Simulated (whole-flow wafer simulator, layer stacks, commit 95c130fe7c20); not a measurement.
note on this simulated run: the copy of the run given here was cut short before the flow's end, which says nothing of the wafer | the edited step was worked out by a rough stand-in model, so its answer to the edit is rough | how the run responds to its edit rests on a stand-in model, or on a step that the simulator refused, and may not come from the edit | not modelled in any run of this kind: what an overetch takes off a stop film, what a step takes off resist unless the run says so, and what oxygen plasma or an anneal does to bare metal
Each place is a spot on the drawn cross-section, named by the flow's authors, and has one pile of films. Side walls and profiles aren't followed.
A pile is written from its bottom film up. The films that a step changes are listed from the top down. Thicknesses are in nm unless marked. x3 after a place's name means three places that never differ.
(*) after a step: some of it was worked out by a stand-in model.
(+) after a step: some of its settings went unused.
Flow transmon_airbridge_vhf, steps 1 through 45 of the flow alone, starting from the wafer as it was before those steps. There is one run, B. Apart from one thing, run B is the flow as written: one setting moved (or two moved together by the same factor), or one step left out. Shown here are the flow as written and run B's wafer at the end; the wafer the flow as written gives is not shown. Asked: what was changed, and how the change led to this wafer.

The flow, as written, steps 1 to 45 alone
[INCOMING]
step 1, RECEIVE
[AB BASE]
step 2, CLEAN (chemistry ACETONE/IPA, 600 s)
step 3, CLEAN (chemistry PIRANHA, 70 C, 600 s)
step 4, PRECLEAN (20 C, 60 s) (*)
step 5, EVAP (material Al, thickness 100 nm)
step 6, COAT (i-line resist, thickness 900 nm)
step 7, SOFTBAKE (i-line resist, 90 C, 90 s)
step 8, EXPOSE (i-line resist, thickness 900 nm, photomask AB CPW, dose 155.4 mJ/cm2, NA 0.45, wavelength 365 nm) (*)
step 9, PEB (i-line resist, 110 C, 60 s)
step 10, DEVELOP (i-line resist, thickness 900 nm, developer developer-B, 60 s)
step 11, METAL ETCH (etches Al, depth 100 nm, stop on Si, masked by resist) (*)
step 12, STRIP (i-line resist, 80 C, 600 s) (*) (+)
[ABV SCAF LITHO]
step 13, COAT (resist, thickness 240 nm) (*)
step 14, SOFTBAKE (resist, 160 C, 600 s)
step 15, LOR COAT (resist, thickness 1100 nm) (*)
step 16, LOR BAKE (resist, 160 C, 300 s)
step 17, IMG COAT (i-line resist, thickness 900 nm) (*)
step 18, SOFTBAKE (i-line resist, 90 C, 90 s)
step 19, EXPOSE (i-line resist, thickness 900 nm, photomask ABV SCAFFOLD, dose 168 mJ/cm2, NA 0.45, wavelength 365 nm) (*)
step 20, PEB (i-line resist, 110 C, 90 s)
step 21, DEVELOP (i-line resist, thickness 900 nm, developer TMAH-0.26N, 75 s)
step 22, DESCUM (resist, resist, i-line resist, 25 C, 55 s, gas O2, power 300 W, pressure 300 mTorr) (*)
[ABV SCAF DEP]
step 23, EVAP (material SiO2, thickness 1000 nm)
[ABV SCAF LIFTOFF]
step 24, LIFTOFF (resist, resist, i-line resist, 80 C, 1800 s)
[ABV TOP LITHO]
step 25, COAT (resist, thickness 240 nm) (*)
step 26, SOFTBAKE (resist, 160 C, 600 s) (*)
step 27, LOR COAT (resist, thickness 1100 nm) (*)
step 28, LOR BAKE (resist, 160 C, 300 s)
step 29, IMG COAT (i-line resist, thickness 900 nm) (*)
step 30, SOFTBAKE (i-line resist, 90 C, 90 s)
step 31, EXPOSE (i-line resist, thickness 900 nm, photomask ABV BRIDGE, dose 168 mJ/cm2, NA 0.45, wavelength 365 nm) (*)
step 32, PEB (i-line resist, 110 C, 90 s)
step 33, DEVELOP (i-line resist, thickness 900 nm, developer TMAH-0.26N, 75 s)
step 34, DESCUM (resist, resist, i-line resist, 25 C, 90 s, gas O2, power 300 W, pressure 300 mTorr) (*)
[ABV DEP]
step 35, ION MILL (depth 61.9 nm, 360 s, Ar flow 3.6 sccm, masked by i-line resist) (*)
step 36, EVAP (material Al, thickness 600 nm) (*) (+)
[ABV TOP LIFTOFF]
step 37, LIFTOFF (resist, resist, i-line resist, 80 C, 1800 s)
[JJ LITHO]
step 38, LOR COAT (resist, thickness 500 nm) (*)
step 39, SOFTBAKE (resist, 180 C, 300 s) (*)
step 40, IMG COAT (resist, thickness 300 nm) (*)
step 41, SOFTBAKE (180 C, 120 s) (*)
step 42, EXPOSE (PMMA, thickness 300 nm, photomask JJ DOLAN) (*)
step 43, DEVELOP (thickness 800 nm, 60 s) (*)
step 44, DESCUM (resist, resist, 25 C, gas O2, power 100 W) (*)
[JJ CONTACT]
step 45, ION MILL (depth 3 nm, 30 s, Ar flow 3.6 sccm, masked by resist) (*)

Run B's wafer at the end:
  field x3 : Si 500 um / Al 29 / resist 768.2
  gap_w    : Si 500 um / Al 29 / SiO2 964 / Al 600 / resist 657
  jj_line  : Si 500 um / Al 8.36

What caused this: step 11, METAL ETCH: depth 71 nm was run, though the flow has depth 100 nm.

The path from the change to this, step by step:
  step 11, METAL ETCH (etches Al, depth 100 nm, stop on Si, masked by resist) (*)
      field x3, jj_line, gap_w, gap_e: -71 Al (in the flow as written it would be: -100 Al (all of it))
      ground_far, pad_w, flank_w and 8 more: -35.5 i-line resist (in the flow as written it would be: -50 i-line resist)
  step 13, COAT (resist, thickness 240 nm) (*)
      flank_w, flank_e: +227 resist (new film) (in the flow as written it would be: +222.3 resist (new film))
  step 22, DESCUM (resist, resist, i-line resist, 25 C, 55 s, gas O2, power 300 W, pressure 300 mTorr) (*)
      flank_w, flank_e: -227 resist (all of it) (in the flow as written it would be: -222.3 resist (all of it))
  step 45, ION MILL (depth 3 nm, 30 s, Ar flow 3.6 sccm, masked by resist) (*)
      jj_line: -20.6 Al (in the flow as written it would be: -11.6 Si)
With metal films that touch counted as one body, field x3 has 1 body; the flow as written gives 0 bodies.
With metal films that touch counted as one body, gap_w has 2 bodies (between them, from the top down: SiO2 964); the flow as written gives 1 body.
With metal films that touch counted as one body, jj_line has 1 body; the flow as written gives 0 bodies.
